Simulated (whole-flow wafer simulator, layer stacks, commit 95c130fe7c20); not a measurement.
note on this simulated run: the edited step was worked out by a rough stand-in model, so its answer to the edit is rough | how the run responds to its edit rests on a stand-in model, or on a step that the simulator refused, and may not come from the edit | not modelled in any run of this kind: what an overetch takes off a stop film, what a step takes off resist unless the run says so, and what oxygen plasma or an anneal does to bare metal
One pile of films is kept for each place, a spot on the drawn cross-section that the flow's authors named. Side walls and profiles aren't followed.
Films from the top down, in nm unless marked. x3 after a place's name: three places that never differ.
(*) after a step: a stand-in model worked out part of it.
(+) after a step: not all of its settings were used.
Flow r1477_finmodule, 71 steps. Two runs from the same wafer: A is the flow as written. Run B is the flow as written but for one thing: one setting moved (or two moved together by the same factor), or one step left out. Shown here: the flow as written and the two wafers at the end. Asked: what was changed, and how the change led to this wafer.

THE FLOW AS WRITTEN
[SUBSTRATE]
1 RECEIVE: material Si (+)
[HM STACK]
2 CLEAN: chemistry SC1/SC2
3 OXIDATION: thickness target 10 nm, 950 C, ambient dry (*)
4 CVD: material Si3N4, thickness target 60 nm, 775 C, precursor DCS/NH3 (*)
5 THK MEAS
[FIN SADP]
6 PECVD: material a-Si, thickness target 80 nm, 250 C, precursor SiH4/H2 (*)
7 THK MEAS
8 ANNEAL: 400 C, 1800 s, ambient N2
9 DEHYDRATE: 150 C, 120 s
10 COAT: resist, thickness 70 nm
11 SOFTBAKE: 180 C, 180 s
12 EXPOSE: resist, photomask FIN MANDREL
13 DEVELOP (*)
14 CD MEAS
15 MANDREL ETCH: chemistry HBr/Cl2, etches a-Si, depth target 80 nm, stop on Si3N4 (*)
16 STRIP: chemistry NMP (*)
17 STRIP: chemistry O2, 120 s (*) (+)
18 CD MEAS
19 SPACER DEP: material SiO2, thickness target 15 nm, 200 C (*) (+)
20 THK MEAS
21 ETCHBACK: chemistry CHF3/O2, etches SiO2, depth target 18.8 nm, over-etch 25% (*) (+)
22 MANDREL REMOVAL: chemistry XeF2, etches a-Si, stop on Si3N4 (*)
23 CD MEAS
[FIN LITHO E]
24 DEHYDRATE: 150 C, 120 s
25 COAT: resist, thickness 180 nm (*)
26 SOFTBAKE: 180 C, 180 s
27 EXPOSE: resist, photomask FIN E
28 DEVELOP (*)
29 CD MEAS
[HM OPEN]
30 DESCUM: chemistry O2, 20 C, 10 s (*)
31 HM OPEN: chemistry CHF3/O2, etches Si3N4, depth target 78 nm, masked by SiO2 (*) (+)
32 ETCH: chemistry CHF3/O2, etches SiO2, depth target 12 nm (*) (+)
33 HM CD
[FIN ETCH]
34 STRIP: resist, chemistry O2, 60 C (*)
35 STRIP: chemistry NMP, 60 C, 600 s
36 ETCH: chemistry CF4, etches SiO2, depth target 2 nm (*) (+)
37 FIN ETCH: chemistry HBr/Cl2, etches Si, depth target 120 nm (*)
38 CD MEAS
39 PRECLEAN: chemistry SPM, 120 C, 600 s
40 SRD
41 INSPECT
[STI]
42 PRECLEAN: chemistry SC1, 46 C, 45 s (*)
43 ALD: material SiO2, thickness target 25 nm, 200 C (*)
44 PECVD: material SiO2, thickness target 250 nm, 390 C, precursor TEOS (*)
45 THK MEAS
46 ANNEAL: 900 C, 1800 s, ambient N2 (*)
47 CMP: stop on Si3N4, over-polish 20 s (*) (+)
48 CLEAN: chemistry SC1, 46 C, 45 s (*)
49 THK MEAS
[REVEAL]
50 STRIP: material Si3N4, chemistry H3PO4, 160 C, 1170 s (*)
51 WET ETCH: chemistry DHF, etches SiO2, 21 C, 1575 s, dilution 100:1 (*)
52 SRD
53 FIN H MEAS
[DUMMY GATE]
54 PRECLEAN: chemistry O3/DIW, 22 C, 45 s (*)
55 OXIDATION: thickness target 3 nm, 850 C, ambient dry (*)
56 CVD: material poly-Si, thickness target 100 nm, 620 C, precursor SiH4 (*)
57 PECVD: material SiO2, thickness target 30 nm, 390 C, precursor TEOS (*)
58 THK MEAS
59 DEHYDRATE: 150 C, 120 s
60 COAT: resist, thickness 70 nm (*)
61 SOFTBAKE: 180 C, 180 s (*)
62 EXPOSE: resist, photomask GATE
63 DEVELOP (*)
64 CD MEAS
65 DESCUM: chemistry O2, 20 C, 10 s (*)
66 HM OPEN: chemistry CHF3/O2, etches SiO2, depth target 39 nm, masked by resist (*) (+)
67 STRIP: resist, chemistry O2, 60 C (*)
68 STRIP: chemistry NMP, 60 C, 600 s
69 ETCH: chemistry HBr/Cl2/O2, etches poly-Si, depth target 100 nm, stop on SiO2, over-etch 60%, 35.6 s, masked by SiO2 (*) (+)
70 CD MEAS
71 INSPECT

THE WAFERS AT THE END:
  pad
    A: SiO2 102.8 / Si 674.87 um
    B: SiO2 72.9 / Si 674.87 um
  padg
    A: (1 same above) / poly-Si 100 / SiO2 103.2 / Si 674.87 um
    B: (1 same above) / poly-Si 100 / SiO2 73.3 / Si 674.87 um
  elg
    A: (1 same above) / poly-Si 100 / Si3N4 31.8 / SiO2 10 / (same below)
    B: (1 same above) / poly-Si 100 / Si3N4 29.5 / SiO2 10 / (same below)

The cause: step 51, WET ETCH: 2126 s was run, where the flow has 1575 s.

How the change led to this, step by step:
  51 WET ETCH: chemistry DHF, etches SiO2, 21 C, 1575 s, dilution 100:1 (*)
      pad, padg, e40sg and 12 more: A SiO2 -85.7 | B SiO2 -115.7
      elg, e40lg, e100lg, e200lg, elo, e40lo, e100lo, e200lo: A SiO2 -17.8 (all of it), Si3N4 -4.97 | B SiO2 -17.8 (all of it), Si3N4 -7.21
      (and at 7 more places)
  56 CVD: material poly-Si, thickness target 100 nm, 620 C, precursor SiH4 (*)
      s40cg, s40co: A poly-Si +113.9 (new film) | B poly-Si +143.6 (new film)
      s45cg, s45co: A poly-Si +113.4 (new film) | B poly-Si +143.6 (new film)
      (and at 3 more places)
  60 COAT: resist, thickness 70 nm (*)
      e40lg, e100lg, e200lg, elo, e40lo, e100lo, e200lo: A resist +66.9 (new film) | B resist +65.5 (new film)
      e40sg, eso, e40so: A resist +129.5 (new film) | B resist +155.8 (new film)
      (and at 16 more places)
  63 DEVELOP (*)
      elo, e40lo, e100lo, e200lo: A resist -66.9 (all of it) | B resist -65.5 (all of it)
      eso, e40so: A resist -129.5 (all of it) | B resist -155.8 (all of it)
      (and at 8 more places)
  67 STRIP: resist, chemistry O2, 60 C (*)
      e40lg, e100lg, e200lg: A resist -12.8 (all of it) | B resist -11.4 (all of it)
      e40sg: A resist -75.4 (all of it) | B resist -101.7 (all of it)
      (and at 9 more places)
  69 ETCH: chemistry HBr/Cl2/O2, etches poly-Si, depth target 100 nm, stop on SiO2, over-etch 60%, 35.6 s, masked by SiO2 (*) (+)
      s40co: A chemical SiO2 -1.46 (all of it), poly-Si -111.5 (all of it), SiO2 -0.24 | B chemical SiO2 -1.57 (all of it), poly-Si -141.1 (all of it), SiO2 -0.09
      s45co: A chemical SiO2 -1.46 (all of it), poly-Si -110.9 (all of it), SiO2 -0.25 | B chemical SiO2 -1.57 (all of it), poly-Si -141.1 (all of it), SiO2 -0.09
      (and at 1 more place)
